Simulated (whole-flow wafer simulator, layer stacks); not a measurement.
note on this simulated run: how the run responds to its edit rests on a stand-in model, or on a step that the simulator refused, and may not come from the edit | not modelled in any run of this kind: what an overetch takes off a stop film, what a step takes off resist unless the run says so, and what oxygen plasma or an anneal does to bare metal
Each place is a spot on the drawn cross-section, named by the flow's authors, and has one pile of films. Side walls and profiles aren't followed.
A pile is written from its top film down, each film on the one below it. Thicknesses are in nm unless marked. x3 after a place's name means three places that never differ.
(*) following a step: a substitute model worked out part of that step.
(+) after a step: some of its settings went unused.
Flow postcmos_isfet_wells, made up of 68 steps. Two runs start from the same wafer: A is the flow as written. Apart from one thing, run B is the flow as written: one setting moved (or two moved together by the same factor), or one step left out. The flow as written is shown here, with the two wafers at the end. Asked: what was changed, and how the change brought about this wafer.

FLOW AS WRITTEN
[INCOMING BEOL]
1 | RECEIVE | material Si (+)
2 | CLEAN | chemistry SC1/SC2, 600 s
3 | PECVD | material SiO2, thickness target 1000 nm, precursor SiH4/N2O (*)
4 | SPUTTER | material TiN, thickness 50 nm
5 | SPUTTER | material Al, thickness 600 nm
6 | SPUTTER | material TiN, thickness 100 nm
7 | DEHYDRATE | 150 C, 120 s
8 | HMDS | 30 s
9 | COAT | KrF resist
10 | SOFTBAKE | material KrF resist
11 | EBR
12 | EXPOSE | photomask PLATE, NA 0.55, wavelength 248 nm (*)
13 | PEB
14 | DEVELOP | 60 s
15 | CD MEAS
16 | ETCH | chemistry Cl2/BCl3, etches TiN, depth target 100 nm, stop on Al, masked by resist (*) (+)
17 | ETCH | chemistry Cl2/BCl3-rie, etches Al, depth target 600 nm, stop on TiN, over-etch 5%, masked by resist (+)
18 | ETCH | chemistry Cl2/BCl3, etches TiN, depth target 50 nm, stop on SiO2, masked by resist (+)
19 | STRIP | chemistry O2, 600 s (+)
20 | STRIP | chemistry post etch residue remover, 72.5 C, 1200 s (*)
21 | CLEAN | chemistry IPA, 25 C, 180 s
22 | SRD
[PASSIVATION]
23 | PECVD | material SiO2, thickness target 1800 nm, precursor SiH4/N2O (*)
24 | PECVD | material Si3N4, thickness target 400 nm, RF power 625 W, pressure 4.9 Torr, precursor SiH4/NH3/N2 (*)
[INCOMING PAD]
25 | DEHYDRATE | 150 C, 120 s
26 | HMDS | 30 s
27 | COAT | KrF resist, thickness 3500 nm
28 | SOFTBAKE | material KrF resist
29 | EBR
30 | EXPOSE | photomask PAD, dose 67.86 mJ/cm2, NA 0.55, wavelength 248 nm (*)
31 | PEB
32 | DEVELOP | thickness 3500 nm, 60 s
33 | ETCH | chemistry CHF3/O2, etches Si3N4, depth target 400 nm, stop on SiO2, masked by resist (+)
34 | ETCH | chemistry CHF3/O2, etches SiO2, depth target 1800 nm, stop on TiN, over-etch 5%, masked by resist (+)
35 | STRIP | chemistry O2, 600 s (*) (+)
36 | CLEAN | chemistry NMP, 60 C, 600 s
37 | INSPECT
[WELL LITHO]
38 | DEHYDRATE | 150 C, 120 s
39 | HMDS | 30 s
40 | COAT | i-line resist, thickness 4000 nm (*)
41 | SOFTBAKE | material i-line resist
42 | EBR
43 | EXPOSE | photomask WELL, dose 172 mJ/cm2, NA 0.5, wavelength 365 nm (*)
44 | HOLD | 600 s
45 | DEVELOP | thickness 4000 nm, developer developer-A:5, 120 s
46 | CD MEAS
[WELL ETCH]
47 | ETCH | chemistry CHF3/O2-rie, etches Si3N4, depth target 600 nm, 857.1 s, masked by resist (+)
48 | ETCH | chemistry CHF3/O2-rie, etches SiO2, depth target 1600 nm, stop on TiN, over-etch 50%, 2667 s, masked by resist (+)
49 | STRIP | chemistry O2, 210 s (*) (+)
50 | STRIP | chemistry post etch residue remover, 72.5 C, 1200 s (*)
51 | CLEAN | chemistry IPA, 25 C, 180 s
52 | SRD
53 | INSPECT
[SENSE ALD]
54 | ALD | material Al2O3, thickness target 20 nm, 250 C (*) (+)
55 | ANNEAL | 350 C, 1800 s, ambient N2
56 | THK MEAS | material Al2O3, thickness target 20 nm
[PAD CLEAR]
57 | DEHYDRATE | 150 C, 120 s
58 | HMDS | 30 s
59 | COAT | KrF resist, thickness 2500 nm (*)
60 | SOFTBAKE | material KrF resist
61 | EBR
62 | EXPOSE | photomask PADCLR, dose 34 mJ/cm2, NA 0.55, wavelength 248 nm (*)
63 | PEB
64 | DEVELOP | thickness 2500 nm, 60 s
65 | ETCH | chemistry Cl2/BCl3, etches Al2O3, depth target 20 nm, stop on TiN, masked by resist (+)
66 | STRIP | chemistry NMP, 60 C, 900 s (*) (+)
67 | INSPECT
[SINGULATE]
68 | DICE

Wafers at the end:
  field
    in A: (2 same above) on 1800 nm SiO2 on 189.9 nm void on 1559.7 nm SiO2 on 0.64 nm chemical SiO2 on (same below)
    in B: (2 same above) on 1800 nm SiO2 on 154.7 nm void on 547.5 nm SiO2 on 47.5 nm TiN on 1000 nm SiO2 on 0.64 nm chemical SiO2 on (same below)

What caused this: step 17, ETCH: depth target 486 nm was run, though the flow has depth target 600 nm.

The path from the change to this, step by step:
  17 | ETCH | chemistry Cl2/BCl3-rie, etches Al, depth target 600 nm, stop on TiN, over-etch 5%, masked by resist (+)
      field: A -600 Al (all of it) | B -486 Al
      margin, well900, well1300 x3, pad_rim, pad_clr, pad_open: A -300 KrF resist | B -243 KrF resist
  18 | ETCH | chemistry Cl2/BCl3, etches TiN, depth target 50 nm, stop on SiO2, masked by resist (+)
      field: A -50 TiN (all of it) | B -114 Al (all of it), -2.12 TiN
  19 | STRIP | chemistry O2, 600 s (+)
      margin, well900, well1300 x3, pad_rim, pad_clr, pad_open: A -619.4 KrF resist (all of it) | B -676.4 KrF resist (all of it)
  23 | PECVD | material SiO2, thickness target 1800 nm, precursor SiH4/N2O (*)
      field: A +1800 SiO2 (new film), +189.9 void (new film), +559.7 SiO2 | B +1800 SiO2 (new film), +154.7 void (new film), +547.5 SiO2 (new film)
Taking metal films that touch as one body, field has 1 body; the flow as written gives 0 bodies.
